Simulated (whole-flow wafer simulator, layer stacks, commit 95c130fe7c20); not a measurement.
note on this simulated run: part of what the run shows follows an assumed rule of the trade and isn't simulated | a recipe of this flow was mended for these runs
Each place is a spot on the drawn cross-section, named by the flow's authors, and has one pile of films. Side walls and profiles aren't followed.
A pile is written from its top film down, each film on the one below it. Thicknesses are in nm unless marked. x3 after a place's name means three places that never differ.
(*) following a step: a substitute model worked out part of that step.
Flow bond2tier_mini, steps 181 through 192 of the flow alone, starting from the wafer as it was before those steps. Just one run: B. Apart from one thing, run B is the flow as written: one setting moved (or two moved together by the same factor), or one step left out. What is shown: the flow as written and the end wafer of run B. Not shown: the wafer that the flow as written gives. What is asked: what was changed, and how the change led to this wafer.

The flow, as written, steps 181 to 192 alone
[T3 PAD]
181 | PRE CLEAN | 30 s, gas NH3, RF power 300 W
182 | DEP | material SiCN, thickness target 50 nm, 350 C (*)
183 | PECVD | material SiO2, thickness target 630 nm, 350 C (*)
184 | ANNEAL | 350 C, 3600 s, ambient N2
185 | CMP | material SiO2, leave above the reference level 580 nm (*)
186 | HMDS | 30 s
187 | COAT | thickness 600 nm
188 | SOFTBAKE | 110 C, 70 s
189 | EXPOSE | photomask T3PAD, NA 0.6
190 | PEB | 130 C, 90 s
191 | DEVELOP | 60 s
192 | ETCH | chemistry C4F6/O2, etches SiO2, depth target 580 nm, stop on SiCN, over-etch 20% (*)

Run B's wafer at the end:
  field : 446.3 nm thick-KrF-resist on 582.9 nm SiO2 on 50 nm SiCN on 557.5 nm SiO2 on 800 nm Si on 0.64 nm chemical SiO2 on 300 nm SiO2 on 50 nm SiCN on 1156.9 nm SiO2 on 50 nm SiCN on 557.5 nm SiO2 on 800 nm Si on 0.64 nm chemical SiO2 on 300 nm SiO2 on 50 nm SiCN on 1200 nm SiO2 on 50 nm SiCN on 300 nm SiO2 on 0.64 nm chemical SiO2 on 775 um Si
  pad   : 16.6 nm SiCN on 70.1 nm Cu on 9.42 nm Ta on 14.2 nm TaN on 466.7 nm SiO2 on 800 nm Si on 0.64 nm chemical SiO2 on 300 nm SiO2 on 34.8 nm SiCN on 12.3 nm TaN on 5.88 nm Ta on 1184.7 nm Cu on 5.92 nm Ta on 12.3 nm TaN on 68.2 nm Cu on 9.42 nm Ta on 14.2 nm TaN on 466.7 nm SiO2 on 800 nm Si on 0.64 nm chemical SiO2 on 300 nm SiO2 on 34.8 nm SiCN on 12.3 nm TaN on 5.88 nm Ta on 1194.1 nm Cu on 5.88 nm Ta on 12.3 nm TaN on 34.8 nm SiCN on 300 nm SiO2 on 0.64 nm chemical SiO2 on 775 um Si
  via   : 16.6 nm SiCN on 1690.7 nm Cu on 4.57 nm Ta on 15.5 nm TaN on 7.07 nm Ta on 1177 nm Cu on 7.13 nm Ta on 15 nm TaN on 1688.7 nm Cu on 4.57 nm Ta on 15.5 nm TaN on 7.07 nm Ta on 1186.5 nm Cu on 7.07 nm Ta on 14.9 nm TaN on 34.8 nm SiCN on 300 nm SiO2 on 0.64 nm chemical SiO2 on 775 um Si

The reason: step 192, ETCH: depth target 648.3 nm was run, while the flow as written has depth target 580 nm.

Step by step, how the change led to this:
  192 | ETCH | chemistry C4F6/O2, etches SiO2, depth target 580 nm, stop on SiCN, over-etch 20% (*)
      pad, via: SiO2 loses 580 (all of it), SiCN loses 33.4 (in the flow as written it would be: SiO2 loses 580 (all of it), SiCN loses 19.6)
      field: thick-KrF-resist loses 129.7 (in the flow as written it would be: thick-KrF-resist loses 116)
